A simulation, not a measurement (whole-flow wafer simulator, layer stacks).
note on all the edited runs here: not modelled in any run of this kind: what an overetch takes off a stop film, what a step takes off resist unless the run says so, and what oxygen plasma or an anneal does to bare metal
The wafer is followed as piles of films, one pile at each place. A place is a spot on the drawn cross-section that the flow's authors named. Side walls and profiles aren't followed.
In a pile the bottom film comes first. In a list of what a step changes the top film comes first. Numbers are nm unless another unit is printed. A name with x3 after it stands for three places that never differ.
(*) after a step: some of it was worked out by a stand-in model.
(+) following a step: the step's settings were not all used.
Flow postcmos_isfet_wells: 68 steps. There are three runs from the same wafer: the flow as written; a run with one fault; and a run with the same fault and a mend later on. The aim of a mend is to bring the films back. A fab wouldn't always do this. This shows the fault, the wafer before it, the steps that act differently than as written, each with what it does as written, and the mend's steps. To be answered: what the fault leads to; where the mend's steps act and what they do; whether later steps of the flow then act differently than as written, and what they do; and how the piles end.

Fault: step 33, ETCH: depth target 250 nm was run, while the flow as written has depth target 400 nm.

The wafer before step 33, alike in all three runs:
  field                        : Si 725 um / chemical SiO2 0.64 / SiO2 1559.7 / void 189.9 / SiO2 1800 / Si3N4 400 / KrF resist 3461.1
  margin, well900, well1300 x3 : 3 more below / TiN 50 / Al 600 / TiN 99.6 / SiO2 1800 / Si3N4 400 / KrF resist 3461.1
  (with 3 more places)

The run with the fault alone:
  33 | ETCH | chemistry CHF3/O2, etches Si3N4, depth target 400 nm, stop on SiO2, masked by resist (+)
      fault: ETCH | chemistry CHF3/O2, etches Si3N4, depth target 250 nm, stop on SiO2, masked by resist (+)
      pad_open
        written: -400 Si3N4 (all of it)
        fault: -250 Si3N4
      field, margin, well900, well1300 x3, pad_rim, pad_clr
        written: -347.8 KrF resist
        fault: -217.4 KrF resist
  Steps later in the flow that act otherwise than as written (5 other steps are not shown; they differ only slightly, by no more than 2% or 0.5 nm, whichever is larger):
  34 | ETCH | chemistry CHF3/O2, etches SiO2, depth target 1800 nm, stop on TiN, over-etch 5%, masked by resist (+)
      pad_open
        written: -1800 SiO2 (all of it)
        fault: -150 Si3N4 (all of it), -1642.5 SiO2
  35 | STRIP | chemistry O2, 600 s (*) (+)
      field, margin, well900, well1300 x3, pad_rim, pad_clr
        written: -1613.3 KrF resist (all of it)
        fault: -1743.8 KrF resist (all of it)
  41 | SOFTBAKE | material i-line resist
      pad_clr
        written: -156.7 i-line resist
        fault: -141 i-line resist
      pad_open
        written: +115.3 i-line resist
        fault: +108.3 i-line resist
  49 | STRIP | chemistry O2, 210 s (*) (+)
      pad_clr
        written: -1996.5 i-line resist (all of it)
        fault: -2061.3 i-line resist (all of it)
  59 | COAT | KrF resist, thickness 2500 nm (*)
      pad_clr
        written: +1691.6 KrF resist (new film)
        fault: +1744.5 KrF resist (new film)
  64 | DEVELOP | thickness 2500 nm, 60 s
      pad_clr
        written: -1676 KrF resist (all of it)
        fault: -1728.7 KrF resist (all of it)
  The piles end different from the flow's at pad_open by more than 2% or 0.5 nm, whichever is larger.
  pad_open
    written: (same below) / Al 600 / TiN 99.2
    fault: (same below) / Al 600 / TiN 99.6 / SiO2 157.5

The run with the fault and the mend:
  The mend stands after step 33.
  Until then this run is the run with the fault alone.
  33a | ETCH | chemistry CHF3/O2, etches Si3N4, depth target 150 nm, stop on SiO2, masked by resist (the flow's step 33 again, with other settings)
      field, margin, well900, well1300 x3, pad_rim, pad_clr
        -130.4 KrF resist
      pad_open
        -150 Si3N4 (all of it)
  Every later step of the flow that is run acts as written at every place that is followed.
  The piles end the same as the flow's at every place that both follow.
